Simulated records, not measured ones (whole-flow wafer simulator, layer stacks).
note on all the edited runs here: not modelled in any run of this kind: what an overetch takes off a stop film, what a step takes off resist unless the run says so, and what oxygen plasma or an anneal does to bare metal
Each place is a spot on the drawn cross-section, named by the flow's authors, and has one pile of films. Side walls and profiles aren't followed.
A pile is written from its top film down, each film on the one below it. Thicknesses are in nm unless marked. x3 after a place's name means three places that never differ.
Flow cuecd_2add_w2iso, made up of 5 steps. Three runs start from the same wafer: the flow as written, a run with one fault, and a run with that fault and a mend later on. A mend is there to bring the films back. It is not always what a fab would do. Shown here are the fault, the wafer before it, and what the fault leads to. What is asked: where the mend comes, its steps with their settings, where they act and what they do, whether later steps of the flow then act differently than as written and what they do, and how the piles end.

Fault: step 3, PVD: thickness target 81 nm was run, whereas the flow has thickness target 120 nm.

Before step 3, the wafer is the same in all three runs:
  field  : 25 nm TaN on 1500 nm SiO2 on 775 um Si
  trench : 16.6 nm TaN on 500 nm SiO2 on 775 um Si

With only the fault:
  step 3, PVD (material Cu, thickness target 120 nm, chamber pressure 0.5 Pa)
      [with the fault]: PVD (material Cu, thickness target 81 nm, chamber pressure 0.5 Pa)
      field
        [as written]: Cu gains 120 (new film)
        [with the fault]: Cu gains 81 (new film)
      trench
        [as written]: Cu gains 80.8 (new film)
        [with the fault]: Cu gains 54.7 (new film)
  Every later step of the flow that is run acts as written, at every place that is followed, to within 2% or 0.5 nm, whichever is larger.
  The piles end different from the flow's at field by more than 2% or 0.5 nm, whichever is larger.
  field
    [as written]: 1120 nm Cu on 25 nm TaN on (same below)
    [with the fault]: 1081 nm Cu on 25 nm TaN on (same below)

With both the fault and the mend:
  The mend stands after step 3.
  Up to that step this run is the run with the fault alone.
  step 3a, PVD (material Cu, thickness target 39 nm, chamber pressure 0.5 Pa) (the flow's step 3 again, with other settings)
      field
        Cu gains 39
      trench
        Cu gains 25.7
  Every later step of the flow that is run acts as written, at every place that is followed, to within 2% or 0.5 nm, whichever is larger.
  The piles end the same as the flow's at every place that both follow.
